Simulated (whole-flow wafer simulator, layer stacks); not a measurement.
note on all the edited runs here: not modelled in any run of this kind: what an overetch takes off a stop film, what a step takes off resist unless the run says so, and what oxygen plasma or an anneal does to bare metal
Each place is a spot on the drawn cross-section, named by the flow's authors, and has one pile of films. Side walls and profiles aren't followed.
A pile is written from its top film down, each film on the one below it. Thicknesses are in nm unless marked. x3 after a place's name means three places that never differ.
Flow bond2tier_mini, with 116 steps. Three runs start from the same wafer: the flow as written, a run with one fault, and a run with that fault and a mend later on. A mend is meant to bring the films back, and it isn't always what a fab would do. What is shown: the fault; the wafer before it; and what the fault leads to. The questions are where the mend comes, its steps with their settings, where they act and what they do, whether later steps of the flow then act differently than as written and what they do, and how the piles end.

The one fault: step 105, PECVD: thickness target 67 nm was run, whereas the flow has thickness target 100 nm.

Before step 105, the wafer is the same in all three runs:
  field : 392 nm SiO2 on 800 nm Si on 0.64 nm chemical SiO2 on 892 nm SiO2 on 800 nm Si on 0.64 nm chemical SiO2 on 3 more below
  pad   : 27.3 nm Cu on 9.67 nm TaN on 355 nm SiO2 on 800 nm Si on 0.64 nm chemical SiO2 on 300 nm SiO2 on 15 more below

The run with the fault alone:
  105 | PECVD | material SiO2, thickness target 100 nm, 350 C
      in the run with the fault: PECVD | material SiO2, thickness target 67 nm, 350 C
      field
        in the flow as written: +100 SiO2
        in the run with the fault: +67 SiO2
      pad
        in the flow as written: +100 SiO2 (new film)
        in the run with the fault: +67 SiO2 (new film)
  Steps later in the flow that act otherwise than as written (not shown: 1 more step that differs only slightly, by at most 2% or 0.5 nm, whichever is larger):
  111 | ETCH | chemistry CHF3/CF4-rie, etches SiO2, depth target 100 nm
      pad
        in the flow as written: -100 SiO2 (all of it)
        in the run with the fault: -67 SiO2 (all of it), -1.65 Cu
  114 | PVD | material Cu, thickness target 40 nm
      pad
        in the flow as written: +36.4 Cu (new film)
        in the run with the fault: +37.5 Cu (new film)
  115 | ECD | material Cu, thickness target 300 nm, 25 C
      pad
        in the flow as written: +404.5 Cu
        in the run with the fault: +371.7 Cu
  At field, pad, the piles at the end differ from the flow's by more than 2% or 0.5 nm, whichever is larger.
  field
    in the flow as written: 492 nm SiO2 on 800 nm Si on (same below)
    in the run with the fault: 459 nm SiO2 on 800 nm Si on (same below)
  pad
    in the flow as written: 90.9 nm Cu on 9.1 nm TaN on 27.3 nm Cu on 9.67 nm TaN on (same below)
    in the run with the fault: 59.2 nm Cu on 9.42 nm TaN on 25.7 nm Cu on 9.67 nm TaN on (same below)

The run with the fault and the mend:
  The mend stands after step 105.
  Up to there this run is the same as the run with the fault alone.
  105a | PECVD | material SiO2, thickness target 33 nm, 350 C (the flow's step 105 again, with other settings)
      field, pad
        +33 SiO2
  Every later step of the flow that is run acts as written at every place that is followed.
  The piles end the same as the flow's at every place that both follow.
